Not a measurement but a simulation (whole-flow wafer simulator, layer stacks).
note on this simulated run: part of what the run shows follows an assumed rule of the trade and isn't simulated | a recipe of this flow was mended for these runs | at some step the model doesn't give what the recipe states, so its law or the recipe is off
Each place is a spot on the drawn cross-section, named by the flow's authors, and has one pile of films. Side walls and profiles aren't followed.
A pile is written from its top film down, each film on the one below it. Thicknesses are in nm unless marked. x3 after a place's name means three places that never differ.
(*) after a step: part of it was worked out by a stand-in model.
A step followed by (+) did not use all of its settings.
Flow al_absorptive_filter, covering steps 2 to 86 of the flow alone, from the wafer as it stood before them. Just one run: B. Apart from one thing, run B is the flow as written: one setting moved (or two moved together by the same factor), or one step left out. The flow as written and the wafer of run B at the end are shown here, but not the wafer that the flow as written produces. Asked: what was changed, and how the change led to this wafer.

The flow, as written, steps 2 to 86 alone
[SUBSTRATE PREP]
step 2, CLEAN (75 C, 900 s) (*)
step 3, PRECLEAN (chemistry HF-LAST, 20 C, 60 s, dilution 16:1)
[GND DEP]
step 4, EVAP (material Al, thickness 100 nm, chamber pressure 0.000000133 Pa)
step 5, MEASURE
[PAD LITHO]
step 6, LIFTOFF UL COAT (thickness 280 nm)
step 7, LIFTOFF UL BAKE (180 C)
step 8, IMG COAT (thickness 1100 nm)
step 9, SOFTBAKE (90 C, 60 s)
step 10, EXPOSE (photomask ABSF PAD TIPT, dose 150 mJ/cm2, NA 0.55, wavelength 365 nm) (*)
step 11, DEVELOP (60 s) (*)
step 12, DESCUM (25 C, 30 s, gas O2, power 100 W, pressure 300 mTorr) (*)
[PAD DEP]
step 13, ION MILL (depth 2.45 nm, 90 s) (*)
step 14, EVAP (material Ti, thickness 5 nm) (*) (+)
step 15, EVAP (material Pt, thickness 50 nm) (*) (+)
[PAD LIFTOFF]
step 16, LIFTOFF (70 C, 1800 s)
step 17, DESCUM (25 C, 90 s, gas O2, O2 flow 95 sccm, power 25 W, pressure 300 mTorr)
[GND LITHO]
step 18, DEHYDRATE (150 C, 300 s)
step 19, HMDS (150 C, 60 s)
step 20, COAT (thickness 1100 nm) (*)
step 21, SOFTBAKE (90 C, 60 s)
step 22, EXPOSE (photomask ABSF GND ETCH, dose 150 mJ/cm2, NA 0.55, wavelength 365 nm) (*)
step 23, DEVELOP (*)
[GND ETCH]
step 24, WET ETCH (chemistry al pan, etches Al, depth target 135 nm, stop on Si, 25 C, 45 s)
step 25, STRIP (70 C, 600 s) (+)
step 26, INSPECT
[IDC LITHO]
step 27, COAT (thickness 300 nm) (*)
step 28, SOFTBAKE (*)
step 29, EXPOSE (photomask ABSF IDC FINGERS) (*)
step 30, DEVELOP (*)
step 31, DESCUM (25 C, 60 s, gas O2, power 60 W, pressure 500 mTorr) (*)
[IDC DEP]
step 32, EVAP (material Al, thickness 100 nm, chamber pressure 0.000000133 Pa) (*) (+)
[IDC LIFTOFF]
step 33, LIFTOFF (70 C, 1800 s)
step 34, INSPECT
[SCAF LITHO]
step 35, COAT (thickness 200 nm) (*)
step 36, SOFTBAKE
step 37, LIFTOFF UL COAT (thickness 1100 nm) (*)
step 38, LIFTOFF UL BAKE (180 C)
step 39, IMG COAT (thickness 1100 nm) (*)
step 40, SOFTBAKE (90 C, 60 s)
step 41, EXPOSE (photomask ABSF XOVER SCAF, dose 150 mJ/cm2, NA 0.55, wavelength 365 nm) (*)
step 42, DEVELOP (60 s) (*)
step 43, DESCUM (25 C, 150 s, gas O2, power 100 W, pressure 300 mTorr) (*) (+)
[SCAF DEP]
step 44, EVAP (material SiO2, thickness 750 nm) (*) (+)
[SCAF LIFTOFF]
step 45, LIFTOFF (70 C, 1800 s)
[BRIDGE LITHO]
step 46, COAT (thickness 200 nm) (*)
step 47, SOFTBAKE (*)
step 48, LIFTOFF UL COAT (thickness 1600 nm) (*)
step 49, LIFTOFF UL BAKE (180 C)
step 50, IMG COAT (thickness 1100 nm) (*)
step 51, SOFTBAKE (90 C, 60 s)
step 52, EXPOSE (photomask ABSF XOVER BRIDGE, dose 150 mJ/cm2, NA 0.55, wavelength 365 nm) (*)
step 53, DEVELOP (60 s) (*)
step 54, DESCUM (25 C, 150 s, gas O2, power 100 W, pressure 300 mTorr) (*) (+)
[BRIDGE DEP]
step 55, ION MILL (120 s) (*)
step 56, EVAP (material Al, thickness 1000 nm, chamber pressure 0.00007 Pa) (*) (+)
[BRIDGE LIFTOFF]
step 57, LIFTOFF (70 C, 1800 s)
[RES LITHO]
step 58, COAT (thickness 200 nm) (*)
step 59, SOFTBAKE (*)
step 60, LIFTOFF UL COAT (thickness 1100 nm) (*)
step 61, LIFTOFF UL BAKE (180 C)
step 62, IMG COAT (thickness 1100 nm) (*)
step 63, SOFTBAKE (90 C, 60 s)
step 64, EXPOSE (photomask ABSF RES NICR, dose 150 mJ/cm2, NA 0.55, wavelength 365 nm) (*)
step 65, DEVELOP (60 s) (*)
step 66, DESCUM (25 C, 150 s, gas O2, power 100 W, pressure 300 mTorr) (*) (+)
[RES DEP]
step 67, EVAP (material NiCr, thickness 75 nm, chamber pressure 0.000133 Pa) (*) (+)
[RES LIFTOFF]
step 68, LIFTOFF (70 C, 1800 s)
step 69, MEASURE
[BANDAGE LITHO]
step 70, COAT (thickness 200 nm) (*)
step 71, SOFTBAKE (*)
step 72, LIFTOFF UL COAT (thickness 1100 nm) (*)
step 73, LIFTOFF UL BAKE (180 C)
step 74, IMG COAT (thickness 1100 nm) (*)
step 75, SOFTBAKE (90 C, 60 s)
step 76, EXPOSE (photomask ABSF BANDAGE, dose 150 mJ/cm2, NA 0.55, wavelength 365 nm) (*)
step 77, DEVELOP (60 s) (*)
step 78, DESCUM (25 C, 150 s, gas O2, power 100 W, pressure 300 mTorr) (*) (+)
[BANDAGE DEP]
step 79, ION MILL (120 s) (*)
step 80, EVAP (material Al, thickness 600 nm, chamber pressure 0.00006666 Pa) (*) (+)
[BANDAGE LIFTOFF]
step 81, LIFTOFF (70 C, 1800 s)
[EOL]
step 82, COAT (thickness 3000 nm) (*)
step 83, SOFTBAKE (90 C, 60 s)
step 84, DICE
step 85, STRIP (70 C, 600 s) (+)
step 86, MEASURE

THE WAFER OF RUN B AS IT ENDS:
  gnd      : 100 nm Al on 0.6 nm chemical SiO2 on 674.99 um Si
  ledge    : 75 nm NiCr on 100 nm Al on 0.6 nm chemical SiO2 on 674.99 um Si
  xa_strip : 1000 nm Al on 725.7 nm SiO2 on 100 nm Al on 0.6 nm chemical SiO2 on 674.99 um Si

What caused this: step 3, PRECLEAN: chemistry HF-LAST, 20 C, 60 s, dilution 16:1, was omitted.

The path from the change to this, step by step:
  step 31, DESCUM (25 C, 60 s, gas O2, power 60 W, pressure 500 mTorr) (*)
      idc_line: chemical SiO2 gains 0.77, Si loses 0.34 (it would be, as written: chemical SiO2 gains 1.37 (new film), Si loses 0.6)
